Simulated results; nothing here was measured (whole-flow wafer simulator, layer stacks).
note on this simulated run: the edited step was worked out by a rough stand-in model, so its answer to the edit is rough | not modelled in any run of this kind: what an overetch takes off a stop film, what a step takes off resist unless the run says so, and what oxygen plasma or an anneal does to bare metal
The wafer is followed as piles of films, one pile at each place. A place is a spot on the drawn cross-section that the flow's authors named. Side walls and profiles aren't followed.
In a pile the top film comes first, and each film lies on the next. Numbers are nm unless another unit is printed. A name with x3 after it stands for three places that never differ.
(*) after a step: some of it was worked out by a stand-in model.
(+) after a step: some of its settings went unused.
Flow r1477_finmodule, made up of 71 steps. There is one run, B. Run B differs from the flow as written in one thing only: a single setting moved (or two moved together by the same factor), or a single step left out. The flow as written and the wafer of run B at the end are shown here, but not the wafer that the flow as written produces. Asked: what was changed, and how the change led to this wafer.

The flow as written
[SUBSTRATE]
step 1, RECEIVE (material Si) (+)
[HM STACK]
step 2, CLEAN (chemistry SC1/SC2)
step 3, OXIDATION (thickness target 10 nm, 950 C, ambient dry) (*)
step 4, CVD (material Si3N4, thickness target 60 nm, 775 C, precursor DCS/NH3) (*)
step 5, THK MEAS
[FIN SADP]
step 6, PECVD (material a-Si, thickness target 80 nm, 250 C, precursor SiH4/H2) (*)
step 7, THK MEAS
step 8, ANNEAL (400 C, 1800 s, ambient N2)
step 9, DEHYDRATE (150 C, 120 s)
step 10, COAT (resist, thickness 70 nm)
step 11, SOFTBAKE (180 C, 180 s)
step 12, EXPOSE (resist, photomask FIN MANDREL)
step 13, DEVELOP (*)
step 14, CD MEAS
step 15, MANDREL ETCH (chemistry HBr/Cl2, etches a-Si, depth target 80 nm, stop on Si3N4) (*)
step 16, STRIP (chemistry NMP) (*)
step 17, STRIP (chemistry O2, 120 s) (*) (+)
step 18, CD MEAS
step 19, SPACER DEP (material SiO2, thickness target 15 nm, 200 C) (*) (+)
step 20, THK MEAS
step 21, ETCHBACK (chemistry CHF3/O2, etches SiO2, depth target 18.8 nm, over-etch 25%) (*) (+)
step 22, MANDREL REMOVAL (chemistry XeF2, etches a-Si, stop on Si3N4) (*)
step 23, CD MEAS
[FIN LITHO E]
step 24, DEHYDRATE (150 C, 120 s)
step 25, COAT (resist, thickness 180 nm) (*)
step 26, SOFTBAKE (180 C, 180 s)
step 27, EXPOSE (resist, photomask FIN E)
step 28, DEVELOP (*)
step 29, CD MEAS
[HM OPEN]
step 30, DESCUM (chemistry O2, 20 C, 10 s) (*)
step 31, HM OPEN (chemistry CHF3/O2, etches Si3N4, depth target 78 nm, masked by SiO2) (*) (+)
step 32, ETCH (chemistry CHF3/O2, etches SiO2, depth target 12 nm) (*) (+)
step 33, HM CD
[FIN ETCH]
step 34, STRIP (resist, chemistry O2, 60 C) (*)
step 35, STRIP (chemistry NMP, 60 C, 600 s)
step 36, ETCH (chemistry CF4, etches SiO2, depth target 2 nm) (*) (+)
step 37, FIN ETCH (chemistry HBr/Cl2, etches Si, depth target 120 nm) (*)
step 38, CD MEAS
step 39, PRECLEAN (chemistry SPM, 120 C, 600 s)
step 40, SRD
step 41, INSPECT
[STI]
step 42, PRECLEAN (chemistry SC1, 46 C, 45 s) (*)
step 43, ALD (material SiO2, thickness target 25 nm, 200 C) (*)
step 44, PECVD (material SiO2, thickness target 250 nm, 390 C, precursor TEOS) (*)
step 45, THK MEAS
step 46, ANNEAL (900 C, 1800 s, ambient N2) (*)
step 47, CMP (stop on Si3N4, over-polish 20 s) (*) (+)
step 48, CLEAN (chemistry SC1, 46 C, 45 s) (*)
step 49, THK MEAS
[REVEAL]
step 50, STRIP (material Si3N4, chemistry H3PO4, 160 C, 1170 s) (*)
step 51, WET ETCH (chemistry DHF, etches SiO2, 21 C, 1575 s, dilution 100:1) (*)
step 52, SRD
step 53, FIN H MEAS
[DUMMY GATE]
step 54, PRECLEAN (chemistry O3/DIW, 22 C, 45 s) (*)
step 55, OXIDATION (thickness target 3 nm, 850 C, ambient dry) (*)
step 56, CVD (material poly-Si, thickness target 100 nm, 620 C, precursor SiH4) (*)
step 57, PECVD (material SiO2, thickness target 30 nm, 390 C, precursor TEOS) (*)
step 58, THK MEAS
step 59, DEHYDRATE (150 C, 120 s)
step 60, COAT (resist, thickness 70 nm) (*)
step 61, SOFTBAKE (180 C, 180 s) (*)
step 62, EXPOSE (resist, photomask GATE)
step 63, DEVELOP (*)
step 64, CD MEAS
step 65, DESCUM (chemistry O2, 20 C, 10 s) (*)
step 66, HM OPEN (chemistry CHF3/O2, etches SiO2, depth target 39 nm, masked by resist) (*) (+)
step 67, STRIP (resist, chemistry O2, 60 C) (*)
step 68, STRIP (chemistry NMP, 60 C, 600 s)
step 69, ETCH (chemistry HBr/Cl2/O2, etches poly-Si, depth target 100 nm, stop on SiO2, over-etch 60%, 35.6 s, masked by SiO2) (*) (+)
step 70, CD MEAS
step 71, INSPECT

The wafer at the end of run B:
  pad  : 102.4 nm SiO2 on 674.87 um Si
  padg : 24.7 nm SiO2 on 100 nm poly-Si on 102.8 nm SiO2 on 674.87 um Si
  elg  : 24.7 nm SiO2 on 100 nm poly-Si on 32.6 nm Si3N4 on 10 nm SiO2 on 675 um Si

Cause: step 36, ETCH: depth target 1.3 nm was run, while the flow as written has depth target 2 nm.

The path from the change to this, step by step:
  step 36, ETCH (chemistry CF4, etches SiO2, depth target 2 nm) (*) (+)
      elg, e40lg, e100lg, e200lg, elo, e40lo, e100lo, e200lo: -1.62 Si3N4 (it would be, as written: -2.5 Si3N4)
      s40sg_line, s45sg_line, s50sg_line, s40so_line, s45so_line, s50so_line: -1.3 SiO2 (it would be, as written: -2 SiO2)
  step 51, WET ETCH (chemistry DHF, etches SiO2, 21 C, 1575 s, dilution 100:1) (*)
      elg, e40lg, e100lg, e200lg, elo, e40lo, e100lo, e200lo: -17 SiO2 (all of it), -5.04 Si3N4 (it would be, as written: -17.8 SiO2 (all of it), -4.97 Si3N4)
